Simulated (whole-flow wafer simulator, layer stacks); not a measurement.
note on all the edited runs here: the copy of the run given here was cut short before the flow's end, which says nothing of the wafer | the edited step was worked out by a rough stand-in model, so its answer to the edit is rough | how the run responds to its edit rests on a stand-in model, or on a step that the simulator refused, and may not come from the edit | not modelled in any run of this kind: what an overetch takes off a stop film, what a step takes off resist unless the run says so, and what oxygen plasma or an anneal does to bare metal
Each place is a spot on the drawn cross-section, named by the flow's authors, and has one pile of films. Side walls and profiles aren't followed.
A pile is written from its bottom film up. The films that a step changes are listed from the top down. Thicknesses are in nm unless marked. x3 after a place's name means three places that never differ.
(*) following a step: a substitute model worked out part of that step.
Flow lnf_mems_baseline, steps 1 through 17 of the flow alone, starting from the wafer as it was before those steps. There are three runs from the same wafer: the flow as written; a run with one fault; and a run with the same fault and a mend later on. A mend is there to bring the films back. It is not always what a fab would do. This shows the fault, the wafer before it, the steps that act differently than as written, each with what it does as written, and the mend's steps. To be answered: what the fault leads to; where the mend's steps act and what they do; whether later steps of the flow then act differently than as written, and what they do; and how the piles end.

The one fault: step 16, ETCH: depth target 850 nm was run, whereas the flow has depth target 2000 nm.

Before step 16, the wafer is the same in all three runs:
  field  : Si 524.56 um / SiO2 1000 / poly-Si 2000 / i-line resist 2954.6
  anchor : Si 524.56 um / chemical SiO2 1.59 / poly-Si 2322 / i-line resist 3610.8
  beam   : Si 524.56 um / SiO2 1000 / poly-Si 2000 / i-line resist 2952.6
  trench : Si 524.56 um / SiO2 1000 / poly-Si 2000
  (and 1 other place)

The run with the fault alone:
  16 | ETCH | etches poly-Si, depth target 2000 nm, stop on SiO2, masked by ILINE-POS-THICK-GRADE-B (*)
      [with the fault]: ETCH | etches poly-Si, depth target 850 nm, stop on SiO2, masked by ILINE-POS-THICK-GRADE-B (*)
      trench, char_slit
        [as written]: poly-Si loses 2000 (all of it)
        [with the fault]: poly-Si loses 850
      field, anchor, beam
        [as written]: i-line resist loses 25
        [with the fault]: i-line resist loses 10.6
  Later steps of the flow acting differently than as written:
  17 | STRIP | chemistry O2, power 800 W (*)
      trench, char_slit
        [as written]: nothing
        [with the fault]: chemical SiO2 gains 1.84 (new film), poly-Si loses 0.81
  By the end, the piles at trench, char_slit depart from the flow's by more than 2% or 0.5 nm, whichever is larger.
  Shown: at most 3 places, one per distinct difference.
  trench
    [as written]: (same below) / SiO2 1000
    [with the fault]: (same below) / SiO2 1000 / poly-Si 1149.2 / chemical SiO2 1.84

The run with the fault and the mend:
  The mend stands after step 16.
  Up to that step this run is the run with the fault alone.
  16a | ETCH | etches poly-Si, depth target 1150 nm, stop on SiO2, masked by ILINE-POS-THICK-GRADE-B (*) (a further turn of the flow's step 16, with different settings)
      field, anchor, beam
        i-line resist loses 14.4
      trench, char_slit
        poly-Si loses 1150 (all of it)
  Every later step of the flow that is run acts as written at every place that is followed.
  By the end, the piles equal the flow's at every place that both follow.
